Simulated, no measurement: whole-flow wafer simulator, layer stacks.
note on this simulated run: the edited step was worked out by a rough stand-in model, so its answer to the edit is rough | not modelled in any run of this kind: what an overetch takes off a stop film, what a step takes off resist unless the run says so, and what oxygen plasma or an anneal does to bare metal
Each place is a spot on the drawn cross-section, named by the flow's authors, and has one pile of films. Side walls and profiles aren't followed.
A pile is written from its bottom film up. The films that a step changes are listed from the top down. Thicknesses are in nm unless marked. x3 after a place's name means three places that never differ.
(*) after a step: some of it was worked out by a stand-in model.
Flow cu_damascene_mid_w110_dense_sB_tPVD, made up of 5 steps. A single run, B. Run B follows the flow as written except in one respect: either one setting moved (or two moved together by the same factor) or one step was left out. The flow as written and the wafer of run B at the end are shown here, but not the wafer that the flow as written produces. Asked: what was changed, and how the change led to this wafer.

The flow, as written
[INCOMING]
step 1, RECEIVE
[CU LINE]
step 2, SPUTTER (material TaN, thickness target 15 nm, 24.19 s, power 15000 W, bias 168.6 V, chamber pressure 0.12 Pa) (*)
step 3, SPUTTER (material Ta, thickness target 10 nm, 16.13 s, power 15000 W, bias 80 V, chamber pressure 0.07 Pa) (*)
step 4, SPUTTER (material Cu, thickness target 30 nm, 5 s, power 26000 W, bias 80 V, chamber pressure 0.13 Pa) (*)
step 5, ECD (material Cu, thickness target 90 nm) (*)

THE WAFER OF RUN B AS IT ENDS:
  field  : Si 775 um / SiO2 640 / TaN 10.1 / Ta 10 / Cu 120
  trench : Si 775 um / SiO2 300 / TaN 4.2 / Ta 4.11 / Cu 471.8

Cause: step 2, SPUTTER: power 10120 W was run, though the flow has power 15000 W.

The path from the change to this, step by step:
  step 2, SPUTTER (material TaN, thickness target 15 nm, 24.19 s, power 15000 W, bias 168.6 V, chamber pressure 0.12 Pa) (*)
      field: TaN gains 10.1 (new film) (as written it would have been: TaN gains 15 (new film))
      trench: TaN gains 4.2 (new film) (as written it would have been: TaN gains 6.23 (new film))
